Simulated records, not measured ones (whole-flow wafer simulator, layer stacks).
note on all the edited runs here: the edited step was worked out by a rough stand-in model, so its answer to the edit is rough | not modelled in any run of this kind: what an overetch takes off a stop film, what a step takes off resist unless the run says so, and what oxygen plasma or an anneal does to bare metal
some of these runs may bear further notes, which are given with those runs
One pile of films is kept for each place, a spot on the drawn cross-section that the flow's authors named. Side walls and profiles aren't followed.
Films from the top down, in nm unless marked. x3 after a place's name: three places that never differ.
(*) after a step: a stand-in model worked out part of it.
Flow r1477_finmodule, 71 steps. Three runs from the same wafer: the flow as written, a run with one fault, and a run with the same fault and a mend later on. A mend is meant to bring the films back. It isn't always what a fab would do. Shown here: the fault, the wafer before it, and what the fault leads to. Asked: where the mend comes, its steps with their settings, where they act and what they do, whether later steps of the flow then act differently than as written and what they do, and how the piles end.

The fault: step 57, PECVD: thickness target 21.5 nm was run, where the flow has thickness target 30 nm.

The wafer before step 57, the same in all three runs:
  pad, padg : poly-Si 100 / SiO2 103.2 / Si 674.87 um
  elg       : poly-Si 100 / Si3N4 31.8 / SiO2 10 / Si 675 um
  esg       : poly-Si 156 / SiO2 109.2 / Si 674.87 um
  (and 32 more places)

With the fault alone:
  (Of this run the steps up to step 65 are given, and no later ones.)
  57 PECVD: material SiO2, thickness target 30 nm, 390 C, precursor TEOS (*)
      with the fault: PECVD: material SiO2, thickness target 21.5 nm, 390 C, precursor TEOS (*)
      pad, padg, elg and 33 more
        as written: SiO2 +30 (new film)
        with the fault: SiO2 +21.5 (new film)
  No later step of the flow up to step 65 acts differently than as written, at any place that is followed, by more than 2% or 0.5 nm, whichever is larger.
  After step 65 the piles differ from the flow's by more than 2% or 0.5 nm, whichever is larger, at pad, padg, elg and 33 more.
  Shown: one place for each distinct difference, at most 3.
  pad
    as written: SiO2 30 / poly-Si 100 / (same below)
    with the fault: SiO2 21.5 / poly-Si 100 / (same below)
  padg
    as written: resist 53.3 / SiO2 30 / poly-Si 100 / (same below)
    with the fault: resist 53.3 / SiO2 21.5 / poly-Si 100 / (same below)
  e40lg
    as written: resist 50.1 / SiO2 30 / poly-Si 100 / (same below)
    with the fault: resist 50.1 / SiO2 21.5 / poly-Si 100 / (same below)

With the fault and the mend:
  The mend comes after step 64.
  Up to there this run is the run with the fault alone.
  64a STRIP: resist, chemistry O2, 60 C
      padg, elg, esg
        resist -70 (all of it)
      e40lg, e100lg, e200lg
        resist -66.9 (all of it)
      s40sg, s45sg
        resist -91 (all of it)
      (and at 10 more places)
  64b PECVD: material SiO2, thickness target 8.5 nm, 390 C, precursor TEOS (*) (the flow's step 57 once more, with other settings)
      pad, padg, elg and 33 more
        SiO2 +8.5
  64c DEHYDRATE: 150 C, 120 s (the flow's step 59 once more)
      changes no film at any place that is followed
  64d COAT: resist, thickness 70 nm (*) (the flow's step 60 once more)
      e40lg, e100lg, e200lg, elo, e40lo, e100lo, e200lo
        resist +66.9 (new film)
      pad, padg, elg, esg
        resist +70 (new film)
      s40sg, s45sg, s40so, s45so
        resist +91 (new film)
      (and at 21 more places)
  64e SOFTBAKE: 180 C, 180 s (*) (the flow's step 61 once more)
      changes no film at any place that is followed
  64f EXPOSE: resist, photomask GATE (the flow's step 62 once more)
      changes no film at any place that is followed
  64g DEVELOP (*) (the flow's step 63 once more)
      elo, e40lo, e100lo, e200lo
        resist -66.9 (all of it)
      eso, e40so
        resist -129.5 (all of it)
      s40so, s45so
        resist -91 (all of it)
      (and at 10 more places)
  No later step of the flow acts differently than as written at any place that is followed.
  At the end the piles are the same as the flow's at every place that both follow.
